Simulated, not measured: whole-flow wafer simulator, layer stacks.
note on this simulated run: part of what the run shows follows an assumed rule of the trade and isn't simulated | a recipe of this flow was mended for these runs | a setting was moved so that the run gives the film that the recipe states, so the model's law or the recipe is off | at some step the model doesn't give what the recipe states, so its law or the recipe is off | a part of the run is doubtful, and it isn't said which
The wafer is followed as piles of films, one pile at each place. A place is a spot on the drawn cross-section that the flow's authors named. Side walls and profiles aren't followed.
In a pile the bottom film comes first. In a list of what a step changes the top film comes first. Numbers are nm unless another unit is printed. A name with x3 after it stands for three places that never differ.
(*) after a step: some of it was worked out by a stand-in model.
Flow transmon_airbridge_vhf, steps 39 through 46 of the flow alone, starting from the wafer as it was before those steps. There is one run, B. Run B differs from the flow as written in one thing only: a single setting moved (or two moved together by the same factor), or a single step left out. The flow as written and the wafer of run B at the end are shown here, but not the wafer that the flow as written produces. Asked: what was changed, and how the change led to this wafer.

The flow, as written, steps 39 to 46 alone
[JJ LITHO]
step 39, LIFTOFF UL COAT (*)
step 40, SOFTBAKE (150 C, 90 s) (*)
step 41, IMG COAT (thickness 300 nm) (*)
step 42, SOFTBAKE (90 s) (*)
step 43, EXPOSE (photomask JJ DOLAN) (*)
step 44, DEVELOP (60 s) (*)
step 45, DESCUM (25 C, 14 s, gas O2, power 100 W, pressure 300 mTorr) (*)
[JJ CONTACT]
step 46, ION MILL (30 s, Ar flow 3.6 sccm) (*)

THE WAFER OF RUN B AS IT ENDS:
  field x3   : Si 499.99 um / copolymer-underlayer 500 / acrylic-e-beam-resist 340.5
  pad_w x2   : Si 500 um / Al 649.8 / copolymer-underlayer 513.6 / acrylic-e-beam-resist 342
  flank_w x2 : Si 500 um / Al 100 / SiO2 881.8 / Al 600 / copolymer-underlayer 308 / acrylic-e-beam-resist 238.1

The reason: step 41, IMG COAT: thickness 372 nm was run, though the flow has thickness 300 nm.

Step by step, how the change led to this:
  step 41, IMG COAT (thickness 300 nm) (*)
      field x3, jj_line, ground_far x3: acrylic-e-beam-resist gains 372 (new film) (it would be, as written: acrylic-e-beam-resist gains 300 (new film))
      pad_w x2: acrylic-e-beam-resist gains 373.5 (new film) (it would be, as written: acrylic-e-beam-resist gains 300.2 (new film))
      (and at 8 other places as well)
  step 44, DEVELOP (60 s) (*)
      jj_line: acrylic-e-beam-resist loses 372 (all of it), copolymer-underlayer loses 500 (all of it) (it would be, as written: acrylic-e-beam-resist loses 300 (all of it), copolymer-underlayer loses 500 (all of it))
